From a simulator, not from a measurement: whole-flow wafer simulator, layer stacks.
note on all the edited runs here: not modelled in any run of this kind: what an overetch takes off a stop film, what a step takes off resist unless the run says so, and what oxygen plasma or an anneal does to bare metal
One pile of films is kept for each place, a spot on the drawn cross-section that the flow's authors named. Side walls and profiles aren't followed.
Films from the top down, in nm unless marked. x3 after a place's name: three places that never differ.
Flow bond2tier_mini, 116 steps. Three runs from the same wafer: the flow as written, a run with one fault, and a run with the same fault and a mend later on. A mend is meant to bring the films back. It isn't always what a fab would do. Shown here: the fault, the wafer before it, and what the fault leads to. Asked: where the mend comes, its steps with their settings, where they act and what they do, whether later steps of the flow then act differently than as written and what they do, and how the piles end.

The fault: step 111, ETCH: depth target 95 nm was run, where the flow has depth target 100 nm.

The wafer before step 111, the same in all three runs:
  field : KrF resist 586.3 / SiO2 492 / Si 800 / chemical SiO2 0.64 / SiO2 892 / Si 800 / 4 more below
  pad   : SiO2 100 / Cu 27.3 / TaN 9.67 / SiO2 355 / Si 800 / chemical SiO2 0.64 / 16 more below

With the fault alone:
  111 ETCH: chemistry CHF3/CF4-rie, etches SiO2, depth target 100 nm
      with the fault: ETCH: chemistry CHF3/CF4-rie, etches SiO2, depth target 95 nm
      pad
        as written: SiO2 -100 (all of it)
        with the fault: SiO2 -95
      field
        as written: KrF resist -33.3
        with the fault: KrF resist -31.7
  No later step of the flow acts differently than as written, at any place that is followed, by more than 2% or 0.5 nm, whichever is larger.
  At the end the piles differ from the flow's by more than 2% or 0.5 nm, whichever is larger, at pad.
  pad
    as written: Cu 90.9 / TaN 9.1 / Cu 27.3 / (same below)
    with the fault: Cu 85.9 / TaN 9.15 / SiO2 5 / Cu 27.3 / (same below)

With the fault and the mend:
  The mend comes after step 111.
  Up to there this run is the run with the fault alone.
  111a ETCH: chemistry CHF3/CF4-rie, etches SiO2, depth target 5 nm (the flow's step 111 once more, with other settings)
      field
        KrF resist -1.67
      pad
        SiO2 -5 (all of it)
  No later step of the flow acts differently than as written at any place that is followed.
  At the end the piles are the same as the flow's at every place that both follow.
